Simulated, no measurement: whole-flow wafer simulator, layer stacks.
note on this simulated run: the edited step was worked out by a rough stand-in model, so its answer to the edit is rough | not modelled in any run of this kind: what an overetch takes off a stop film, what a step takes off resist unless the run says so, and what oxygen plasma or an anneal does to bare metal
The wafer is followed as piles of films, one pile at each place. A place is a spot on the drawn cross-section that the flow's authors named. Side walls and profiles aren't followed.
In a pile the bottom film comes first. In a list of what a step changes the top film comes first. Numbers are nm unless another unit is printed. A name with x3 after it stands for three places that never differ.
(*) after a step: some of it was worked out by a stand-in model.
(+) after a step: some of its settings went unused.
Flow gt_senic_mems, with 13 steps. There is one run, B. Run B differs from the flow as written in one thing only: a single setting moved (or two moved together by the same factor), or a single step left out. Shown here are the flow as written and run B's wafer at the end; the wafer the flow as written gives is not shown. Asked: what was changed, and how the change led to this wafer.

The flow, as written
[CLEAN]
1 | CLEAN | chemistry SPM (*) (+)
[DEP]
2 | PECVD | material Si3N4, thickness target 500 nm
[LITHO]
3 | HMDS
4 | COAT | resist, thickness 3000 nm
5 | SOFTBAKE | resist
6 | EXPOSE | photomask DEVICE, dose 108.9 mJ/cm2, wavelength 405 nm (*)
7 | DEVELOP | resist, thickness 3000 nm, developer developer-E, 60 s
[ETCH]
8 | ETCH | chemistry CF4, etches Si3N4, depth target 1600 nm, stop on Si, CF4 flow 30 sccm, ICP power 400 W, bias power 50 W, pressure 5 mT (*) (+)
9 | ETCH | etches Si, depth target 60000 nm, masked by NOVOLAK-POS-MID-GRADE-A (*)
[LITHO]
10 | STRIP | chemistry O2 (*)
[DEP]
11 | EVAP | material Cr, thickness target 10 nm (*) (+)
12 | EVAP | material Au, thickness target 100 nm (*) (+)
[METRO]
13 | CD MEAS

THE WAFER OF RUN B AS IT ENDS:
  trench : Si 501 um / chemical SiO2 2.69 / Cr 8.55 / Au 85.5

Cause: step 9, ETCH: depth target 24000 nm was run, whereas the flow has depth target 60000 nm.

Step by step, how the change led to this:
  9 | ETCH | etches Si, depth target 60000 nm, masked by NOVOLAK-POS-MID-GRADE-A (*)
      field: resist loses 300 (it would be, as written: resist loses 750)
      trench: Si loses 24 um (it would be, as written: Si loses 60 um)
  10 | STRIP | chemistry O2 (*)
      field: resist loses 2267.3 (all of it) (it would be, as written: resist loses 1817.3 (all of it))
  11 | EVAP | material Cr, thickness target 10 nm (*) (+)
      trench: Cr gains 8.55 (new film) (it would be, as written: Cr gains 6.45 (new film))
  12 | EVAP | material Au, thickness target 100 nm (*) (+)
      trench: Au gains 85.5 (new film) (it would be, as written: Au gains 64.1 (new film))
